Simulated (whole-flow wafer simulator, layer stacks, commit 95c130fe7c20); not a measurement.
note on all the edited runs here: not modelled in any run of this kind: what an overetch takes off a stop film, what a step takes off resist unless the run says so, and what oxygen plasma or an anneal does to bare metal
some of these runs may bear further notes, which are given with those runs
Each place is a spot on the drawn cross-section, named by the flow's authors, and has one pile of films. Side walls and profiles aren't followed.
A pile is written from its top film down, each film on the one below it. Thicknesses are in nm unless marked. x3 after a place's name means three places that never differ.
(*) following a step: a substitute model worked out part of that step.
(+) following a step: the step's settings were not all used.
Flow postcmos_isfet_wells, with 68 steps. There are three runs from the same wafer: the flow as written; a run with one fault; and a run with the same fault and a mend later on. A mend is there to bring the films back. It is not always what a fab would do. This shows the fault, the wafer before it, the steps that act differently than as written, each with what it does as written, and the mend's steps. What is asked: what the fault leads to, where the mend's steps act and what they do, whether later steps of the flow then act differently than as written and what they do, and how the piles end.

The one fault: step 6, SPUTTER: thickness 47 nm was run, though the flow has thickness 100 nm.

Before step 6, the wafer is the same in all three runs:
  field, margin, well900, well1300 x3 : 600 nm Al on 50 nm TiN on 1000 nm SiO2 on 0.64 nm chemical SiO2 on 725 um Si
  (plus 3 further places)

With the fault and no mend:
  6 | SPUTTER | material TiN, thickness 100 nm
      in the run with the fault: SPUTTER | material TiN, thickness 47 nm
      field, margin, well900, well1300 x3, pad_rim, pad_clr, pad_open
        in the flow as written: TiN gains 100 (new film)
        in the run with the fault: TiN gains 47 (new film)
  Steps further on in the flow that do not act as written (1 other step is not shown; it differs only slightly, by no more than 2% or 0.5 nm, whichever is larger):
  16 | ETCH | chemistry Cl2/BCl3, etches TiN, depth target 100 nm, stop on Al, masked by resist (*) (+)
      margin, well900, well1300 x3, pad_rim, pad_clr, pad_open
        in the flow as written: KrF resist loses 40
        in the run with the fault: KrF resist loses 28.2
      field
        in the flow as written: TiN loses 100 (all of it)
        in the run with the fault: TiN loses 47 (all of it)
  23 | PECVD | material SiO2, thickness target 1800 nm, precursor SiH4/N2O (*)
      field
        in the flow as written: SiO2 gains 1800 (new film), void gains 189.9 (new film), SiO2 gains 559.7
        in the run with the fault: SiO2 gains 1800 (new film), void gains 150.6 (new film), SiO2 gains 545.9
  By the end, the piles at field, margin, well900, well1300 x3, pad_rim, pad_clr, pad_open depart from the flow's by more than 2% or 0.5 nm, whichever is larger.
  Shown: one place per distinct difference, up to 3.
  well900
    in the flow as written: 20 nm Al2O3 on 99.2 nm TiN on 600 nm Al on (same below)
    in the run with the fault: 20 nm Al2O3 on 46.2 nm TiN on 600 nm Al on (same below)
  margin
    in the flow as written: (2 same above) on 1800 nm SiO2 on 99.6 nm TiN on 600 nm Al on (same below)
    in the run with the fault: (2 same above) on 1800 nm SiO2 on 46.6 nm TiN on 600 nm Al on (same below)
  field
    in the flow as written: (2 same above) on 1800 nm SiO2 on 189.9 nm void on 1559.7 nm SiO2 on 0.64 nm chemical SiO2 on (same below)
    in the run with the fault: (2 same above) on 1800 nm SiO2 on 150.6 nm void on 1545.9 nm SiO2 on 0.64 nm chemical SiO2 on (same below)

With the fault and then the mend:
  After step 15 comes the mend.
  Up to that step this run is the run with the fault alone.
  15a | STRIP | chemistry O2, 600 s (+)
      margin, well900, well1300 x3, pad_rim, pad_clr, pad_open
        KrF resist loses 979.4 (all of it)
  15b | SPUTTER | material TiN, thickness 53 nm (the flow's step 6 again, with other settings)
      field, margin, well900, well1300 x3, pad_rim, pad_clr, pad_open
        TiN gains 53
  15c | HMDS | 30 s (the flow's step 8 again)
      leaves every film unchanged at each place that is followed
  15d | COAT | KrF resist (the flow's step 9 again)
      field, margin, well900, well1300 x3, pad_rim, pad_clr, pad_open
        KrF resist gains 1000 (new film)
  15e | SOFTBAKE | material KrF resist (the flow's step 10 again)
      leaves every film unchanged at each place that is followed
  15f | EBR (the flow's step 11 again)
      leaves every film unchanged at each place that is followed
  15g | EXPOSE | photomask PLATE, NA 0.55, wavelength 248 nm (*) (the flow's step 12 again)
      leaves every film unchanged at each place that is followed
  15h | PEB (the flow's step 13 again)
      field, margin, well900, well1300 x3, pad_rim, pad_clr, pad_open
        KrF resist loses 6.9
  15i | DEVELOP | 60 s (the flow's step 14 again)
      margin, well900, well1300 x3, pad_rim, pad_clr, pad_open
        KrF resist loses 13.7
      field
        KrF resist loses 993.1 (all of it)
  Later steps of the flow that are run all act as written at every place that is followed.
  By the end, the piles equal the flow's at every place that both follow.
